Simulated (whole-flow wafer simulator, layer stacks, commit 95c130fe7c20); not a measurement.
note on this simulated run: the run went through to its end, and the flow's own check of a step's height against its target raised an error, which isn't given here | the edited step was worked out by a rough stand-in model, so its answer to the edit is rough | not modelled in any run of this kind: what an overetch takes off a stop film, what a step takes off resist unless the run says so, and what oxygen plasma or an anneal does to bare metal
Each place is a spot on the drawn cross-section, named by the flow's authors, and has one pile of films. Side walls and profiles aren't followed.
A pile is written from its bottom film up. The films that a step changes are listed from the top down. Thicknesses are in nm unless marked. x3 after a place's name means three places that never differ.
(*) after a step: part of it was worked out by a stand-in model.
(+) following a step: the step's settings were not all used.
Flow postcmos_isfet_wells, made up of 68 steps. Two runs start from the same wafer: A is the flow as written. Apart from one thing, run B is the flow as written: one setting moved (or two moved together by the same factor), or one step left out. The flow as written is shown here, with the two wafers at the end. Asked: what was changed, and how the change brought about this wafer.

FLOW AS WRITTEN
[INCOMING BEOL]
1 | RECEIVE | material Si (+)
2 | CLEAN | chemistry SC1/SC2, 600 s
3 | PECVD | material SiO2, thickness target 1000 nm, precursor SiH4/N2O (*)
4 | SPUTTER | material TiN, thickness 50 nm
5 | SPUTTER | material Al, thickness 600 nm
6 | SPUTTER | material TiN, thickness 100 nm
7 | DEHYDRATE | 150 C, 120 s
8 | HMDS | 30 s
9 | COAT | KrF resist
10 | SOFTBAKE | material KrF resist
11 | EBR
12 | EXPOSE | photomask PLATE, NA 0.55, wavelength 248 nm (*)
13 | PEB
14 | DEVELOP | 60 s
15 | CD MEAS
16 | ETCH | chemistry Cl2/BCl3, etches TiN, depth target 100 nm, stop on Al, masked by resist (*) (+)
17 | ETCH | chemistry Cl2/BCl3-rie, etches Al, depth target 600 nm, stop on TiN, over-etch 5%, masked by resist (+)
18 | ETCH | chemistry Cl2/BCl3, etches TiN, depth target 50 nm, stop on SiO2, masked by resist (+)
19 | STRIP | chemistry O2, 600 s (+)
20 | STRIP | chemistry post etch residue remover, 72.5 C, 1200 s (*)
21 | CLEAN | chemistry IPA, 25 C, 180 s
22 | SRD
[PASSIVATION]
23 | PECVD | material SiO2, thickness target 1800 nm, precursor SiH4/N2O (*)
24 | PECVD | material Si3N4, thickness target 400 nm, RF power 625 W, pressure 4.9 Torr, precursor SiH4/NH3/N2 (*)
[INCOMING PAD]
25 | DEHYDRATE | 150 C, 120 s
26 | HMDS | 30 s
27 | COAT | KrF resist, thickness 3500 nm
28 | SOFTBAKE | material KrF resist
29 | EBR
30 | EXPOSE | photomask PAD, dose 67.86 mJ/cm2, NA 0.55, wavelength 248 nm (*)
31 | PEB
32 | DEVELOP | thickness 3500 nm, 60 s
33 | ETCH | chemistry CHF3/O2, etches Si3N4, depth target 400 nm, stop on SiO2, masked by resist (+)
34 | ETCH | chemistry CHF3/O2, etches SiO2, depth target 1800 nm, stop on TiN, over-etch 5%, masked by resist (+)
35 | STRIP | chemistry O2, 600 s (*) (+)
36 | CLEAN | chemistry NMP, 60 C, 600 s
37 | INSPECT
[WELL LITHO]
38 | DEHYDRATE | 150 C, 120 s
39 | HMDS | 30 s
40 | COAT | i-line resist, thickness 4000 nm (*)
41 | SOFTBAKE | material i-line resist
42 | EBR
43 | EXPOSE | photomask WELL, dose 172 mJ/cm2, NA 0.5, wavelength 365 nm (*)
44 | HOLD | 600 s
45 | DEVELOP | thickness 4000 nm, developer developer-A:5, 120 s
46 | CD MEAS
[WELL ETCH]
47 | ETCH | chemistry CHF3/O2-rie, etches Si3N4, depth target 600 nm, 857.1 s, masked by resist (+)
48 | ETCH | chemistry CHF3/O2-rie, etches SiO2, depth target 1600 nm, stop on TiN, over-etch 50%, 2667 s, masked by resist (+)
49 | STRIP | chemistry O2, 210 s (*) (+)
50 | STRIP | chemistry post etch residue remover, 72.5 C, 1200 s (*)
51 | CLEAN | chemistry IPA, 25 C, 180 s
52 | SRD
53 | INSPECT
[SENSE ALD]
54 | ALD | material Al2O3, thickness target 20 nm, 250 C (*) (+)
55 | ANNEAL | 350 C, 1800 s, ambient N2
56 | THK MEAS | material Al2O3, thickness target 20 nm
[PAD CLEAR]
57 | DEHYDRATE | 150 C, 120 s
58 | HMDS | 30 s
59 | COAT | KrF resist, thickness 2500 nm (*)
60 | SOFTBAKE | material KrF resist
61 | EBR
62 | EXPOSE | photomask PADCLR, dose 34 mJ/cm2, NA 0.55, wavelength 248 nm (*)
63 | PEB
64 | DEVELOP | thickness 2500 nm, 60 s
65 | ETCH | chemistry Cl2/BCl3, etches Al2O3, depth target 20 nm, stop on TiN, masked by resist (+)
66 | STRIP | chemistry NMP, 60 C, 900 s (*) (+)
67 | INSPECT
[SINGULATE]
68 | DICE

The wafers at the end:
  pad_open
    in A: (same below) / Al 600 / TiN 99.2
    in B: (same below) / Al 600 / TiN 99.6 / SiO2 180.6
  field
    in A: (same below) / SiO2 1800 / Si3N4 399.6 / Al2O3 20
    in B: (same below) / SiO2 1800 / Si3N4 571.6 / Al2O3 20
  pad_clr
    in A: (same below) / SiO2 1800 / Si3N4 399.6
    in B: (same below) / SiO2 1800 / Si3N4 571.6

What caused this: step 24, PECVD: thickness target 572 nm was run, though the flow has thickness target 400 nm.

Step by step, how the change led to this:
  24 | PECVD | material Si3N4, thickness target 400 nm, RF power 625 W, pressure 4.9 Torr, precursor SiH4/NH3/N2 (*)
      field, margin, well900, well1300 x3, pad_rim, pad_clr, pad_open: A +400 Si3N4 (new film) | B +572 Si3N4 (new film)
  33 | ETCH | chemistry CHF3/O2, etches Si3N4, depth target 400 nm, stop on SiO2, masked by resist (+)
      pad_open: A -400 Si3N4 (all of it) | B -400 Si3N4
  34 | ETCH | chemistry CHF3/O2, etches SiO2, depth target 1800 nm, stop on TiN, over-etch 5%, masked by resist (+)
      pad_open: A -1800 SiO2 (all of it) | B -172 Si3N4 (all of it), -1619.4 SiO2
  47 | ETCH | chemistry CHF3/O2-rie, etches Si3N4, depth target 600 nm, 857.1 s, masked by resist (+)
      well900, well1300 x3: A -400 Si3N4 (all of it), -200 SiO2 | B -572 Si3N4 (all of it), -28 SiO2
  48 | ETCH | chemistry CHF3/O2-rie, etches SiO2, depth target 1600 nm, stop on TiN, over-etch 50%, 2667 s, masked by resist (+)
      well900, well1300 x3: A -1600 SiO2 (all of it) | B -1772 SiO2 (all of it)
  59 | COAT | KrF resist, thickness 2500 nm (*)
      field: A +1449 KrF resist (new film) | B +1366.8 KrF resist (new film)
      margin: A +1448.9 KrF resist (new film) | B +1366.7 KrF resist (new film)
  63 | PEB
      field, margin: A -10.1 KrF resist | B -9.51 KrF resist
  66 | STRIP | chemistry NMP, 60 C, 900 s (*) (+)
      field, margin: A -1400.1 KrF resist (all of it) | B -1318.5 KrF resist (all of it)
